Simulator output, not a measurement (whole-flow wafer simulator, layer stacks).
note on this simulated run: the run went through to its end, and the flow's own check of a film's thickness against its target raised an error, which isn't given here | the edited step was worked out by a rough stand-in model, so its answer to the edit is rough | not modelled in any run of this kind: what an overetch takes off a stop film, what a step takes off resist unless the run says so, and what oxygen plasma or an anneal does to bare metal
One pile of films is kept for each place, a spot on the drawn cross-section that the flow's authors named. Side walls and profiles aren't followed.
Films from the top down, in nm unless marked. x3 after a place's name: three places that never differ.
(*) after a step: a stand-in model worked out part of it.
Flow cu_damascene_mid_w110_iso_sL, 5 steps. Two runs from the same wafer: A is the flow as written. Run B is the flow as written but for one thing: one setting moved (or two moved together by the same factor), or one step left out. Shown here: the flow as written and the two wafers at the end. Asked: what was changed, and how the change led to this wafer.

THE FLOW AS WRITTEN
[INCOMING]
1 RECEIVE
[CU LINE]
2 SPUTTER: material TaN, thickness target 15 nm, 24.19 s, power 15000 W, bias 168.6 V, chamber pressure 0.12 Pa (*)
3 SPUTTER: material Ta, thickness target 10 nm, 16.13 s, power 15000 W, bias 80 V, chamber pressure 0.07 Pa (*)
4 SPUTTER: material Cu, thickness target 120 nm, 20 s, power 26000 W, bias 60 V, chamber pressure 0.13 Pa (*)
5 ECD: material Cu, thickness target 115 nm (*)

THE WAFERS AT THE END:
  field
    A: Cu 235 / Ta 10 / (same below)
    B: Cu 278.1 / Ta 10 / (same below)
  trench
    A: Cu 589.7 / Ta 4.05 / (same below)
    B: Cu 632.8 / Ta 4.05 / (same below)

The cause: step 5, ECD: thickness target 158.1 nm was run, where the flow has thickness target 115 nm.

How the change led to this, step by step:
  5 ECD: material Cu, thickness target 115 nm (*)
      field: A Cu +115 | B Cu +158.1
      trench: A Cu +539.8 | B Cu +582.9
